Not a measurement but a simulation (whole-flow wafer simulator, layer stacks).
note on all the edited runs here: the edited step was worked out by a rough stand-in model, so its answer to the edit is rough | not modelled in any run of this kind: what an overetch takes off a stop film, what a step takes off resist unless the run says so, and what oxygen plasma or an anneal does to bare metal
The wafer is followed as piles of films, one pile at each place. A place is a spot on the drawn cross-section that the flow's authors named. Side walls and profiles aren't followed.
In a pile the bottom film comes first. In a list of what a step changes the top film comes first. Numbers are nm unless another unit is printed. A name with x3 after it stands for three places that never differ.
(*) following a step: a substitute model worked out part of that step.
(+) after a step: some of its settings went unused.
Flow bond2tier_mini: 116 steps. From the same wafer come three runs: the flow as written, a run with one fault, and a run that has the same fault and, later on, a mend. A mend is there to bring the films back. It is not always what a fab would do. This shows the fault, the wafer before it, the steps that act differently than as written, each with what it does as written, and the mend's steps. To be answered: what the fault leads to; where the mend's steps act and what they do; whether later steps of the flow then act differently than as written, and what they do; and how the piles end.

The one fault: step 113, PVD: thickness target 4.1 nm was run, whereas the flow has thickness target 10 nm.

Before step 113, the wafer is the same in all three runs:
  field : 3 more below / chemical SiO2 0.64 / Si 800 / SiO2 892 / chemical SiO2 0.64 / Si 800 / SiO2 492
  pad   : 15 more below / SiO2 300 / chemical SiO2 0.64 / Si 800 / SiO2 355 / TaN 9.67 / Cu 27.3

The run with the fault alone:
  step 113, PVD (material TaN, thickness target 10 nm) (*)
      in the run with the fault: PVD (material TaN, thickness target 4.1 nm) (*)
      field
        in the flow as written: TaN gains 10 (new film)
        in the run with the fault: TaN gains 4.1 (new film)
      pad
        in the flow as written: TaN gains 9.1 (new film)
        in the run with the fault: TaN gains 3.73 (new film)
  Steps later in the flow that act otherwise than as written (2 other steps are not shown; they differ only slightly, by no more than 2% or 0.5 nm, whichever is larger):
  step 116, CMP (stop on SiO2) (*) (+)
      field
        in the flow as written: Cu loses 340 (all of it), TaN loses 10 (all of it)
        in the run with the fault: Cu loses 340 (all of it), TaN loses 4.1 (all of it)
  By the end, the piles at pad depart from the flow's by more than 2% or 0.5 nm, whichever is larger.
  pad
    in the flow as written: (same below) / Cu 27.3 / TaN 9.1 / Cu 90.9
    in the run with the fault: (same below) / Cu 27.3 / TaN 3.73 / Cu 96.3

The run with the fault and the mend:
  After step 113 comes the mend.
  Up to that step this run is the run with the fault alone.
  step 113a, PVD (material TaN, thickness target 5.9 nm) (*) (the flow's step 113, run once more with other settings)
      field
        TaN gains 5.9
      pad
        TaN gains 5.37
  None of the later steps of the flow acts differently than as written at any place that is followed.
  The piles end the same as the flow's at every place that both follow.
